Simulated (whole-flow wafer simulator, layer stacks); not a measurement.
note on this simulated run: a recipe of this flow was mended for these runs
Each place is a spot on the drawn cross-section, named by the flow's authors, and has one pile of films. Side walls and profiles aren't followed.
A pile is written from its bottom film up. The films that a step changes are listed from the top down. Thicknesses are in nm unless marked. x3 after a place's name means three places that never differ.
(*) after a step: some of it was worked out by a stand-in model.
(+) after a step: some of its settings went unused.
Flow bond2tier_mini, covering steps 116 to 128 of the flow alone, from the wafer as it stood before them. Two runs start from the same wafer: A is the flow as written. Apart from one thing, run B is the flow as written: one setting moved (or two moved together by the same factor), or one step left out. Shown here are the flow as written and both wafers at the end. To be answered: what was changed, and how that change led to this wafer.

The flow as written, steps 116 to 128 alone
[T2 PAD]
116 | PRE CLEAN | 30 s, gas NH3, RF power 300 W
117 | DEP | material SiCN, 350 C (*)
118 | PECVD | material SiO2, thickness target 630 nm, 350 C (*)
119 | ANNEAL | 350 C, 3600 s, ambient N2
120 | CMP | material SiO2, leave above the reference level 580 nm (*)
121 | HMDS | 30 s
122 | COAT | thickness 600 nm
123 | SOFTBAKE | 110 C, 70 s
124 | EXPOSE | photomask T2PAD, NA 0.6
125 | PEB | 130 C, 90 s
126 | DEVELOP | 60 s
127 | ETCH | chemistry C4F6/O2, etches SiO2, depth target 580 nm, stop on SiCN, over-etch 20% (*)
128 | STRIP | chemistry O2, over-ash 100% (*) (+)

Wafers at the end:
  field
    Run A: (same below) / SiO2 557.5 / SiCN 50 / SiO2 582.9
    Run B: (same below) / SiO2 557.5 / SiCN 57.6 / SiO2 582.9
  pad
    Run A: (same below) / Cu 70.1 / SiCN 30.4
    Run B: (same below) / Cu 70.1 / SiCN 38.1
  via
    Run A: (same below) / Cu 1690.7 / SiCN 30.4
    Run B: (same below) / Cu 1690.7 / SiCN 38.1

Cause: step 117, DEP: 316 C was run, while the flow as written has 350 C.

How this came from the change, step by step:
  117 | DEP | material SiCN, 350 C (*)
      field, pad, via: A +50 SiCN (new film) | B +57.6 SiCN (new film)
